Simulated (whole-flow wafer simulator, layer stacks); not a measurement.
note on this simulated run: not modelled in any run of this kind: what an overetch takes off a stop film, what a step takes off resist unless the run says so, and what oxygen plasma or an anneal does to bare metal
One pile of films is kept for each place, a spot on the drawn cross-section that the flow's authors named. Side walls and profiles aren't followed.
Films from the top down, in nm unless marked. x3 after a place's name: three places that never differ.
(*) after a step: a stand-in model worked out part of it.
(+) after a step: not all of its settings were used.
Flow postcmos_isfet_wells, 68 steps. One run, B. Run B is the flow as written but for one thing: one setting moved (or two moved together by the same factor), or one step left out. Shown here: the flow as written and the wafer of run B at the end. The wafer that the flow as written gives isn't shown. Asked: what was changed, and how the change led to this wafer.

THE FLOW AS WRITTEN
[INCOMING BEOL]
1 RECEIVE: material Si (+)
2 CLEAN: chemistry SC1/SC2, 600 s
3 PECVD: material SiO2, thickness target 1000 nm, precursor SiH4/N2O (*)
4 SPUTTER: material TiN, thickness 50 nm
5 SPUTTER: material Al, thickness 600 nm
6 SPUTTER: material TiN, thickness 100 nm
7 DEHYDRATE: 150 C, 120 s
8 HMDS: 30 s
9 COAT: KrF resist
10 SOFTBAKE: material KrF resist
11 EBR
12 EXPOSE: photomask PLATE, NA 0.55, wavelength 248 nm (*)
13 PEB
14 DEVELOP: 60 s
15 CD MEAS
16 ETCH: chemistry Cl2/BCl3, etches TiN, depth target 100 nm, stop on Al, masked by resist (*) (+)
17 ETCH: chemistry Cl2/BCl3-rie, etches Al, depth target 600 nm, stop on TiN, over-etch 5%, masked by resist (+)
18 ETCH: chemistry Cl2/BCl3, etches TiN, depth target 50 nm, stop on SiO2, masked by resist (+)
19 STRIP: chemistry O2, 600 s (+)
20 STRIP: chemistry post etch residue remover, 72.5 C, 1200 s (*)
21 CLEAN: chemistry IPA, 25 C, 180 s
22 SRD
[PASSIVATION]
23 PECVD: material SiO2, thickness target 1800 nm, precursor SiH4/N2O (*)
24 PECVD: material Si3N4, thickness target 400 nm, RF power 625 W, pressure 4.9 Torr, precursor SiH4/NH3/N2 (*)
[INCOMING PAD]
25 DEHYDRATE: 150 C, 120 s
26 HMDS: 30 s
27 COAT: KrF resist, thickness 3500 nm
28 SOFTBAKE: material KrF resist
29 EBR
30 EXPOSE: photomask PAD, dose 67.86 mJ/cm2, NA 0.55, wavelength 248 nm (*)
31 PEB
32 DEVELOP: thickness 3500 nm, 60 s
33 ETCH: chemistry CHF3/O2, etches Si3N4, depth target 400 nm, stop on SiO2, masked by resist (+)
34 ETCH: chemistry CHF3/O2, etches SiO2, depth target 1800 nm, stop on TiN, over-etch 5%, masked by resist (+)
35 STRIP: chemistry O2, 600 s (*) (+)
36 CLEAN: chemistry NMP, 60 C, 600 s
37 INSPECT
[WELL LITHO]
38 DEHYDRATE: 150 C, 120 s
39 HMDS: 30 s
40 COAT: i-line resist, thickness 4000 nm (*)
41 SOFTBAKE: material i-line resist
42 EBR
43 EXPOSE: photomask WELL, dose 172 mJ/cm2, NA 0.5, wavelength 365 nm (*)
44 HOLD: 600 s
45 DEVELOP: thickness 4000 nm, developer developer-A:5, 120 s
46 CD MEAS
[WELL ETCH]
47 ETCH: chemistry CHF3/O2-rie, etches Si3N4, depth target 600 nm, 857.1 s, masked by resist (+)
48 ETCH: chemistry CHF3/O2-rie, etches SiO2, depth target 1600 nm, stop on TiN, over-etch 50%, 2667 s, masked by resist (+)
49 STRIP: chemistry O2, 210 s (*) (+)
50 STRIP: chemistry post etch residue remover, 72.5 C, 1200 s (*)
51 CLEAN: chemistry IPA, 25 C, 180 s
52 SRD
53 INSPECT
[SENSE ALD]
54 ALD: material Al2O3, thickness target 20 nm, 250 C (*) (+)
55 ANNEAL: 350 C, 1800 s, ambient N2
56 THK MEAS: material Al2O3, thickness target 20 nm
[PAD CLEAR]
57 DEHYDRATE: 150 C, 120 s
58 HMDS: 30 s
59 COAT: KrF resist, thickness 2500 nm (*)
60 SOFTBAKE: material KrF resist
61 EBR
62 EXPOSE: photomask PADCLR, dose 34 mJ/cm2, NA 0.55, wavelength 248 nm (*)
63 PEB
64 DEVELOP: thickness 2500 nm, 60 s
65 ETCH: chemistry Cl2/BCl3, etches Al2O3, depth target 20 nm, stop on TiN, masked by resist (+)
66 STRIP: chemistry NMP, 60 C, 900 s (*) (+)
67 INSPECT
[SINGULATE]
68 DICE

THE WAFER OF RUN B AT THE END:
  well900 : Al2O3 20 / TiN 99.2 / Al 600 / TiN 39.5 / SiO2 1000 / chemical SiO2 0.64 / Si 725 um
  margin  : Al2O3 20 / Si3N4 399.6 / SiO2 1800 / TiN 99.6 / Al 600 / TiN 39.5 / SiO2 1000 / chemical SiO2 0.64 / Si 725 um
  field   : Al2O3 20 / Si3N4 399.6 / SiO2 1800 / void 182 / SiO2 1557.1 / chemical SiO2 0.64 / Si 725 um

The cause: step 4, SPUTTER: thickness 39.5 nm was run, where the flow has thickness 50 nm.
It can be read off the wafer: well900 has TiN 39.5, and step 4 as written asks for 50 nm.

How the change led to this, step by step:
  4 SPUTTER: material TiN, thickness 50 nm
      field, margin, well900, well1300 x3, pad_rim, pad_clr, pad_open: TiN +39.5 (new film) (as written it would be: TiN +50 (new film))
  18 ETCH: chemistry Cl2/BCl3, etches TiN, depth target 50 nm, stop on SiO2, masked by resist (+)
      field: TiN -39.5 (all of it) (as written it would be: TiN -50 (all of it))
  23 PECVD: material SiO2, thickness target 1800 nm, precursor SiH4/N2O (*)
      field: SiO2 +1800 (new film), void +182 (new film), SiO2 +557.1 (as written it would be: SiO2 +1800 (new film), void +189.9 (new film), SiO2 +559.7)
